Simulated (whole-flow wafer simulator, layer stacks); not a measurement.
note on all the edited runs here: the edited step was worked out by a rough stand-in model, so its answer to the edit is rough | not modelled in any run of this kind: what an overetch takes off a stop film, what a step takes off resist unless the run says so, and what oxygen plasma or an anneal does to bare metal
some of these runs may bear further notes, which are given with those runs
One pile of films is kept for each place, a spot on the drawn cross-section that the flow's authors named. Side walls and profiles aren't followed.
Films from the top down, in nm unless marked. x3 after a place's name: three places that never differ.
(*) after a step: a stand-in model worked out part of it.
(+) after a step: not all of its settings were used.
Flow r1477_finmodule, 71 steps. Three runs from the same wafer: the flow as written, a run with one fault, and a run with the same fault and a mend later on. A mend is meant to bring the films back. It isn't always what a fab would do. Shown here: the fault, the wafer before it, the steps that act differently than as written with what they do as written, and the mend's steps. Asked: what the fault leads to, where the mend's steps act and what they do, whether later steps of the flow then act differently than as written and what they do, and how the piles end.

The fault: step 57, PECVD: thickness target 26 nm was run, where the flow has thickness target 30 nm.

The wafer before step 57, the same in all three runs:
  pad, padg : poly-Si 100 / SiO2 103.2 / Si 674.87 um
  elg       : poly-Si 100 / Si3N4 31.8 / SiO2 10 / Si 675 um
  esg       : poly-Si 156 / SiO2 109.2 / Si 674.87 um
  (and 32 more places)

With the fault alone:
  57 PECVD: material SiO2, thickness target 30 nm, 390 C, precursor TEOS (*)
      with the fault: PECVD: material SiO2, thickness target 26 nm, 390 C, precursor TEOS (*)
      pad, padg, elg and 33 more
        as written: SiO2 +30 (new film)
        with the fault: SiO2 +26 (new film)
  Later steps of the flow that act differently than as written (1 more step differs only slightly, by at most 2% or 0.5 nm, whichever is larger, and isn't shown):
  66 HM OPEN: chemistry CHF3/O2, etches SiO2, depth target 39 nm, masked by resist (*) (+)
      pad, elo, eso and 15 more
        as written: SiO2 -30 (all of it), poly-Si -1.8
        with the fault: SiO2 -26 (all of it), poly-Si -2.6
  At the end the piles differ from the flow's by more than 2% or 0.5 nm, whichever is larger, at padg, elg, esg and 15 more.
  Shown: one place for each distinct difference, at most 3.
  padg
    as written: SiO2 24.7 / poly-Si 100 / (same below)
    with the fault: SiO2 20.7 / poly-Si 100 / (same below)
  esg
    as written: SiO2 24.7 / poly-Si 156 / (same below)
    with the fault: SiO2 20.7 / poly-Si 156 / (same below)
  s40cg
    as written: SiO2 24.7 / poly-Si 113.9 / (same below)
    with the fault: SiO2 20.7 / poly-Si 113.9 / (same below)

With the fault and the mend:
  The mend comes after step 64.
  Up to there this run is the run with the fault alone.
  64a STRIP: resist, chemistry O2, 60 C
      padg, elg, esg
        resist -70 (all of it)
      e40lg, e100lg, e200lg
        resist -66.9 (all of it)
      s40sg, s45sg
        resist -91 (all of it)
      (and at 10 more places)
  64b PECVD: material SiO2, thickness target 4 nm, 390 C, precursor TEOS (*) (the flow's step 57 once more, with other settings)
      pad, padg, elg and 33 more
        SiO2 +4
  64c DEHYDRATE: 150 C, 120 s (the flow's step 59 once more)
      changes no film at any place that is followed
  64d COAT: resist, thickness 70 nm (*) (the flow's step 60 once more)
      e40lg, e100lg, e200lg, elo, e40lo, e100lo, e200lo
        resist +66.9 (new film)
      pad, padg, elg, esg
        resist +70 (new film)
      s40sg, s45sg, s40so, s45so
        resist +91 (new film)
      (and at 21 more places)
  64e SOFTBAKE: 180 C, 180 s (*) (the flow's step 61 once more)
      changes no film at any place that is followed
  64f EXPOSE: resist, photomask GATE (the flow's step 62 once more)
      changes no film at any place that is followed
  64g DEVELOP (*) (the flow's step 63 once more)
      elo, e40lo, e100lo, e200lo
        resist -66.9 (all of it)
      eso, e40so
        resist -129.5 (all of it)
      s40so, s45so
        resist -91 (all of it)
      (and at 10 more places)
  No later step of the flow acts differently than as written at any place that is followed.
  At the end the piles are the same as the flow's at every place that both follow.
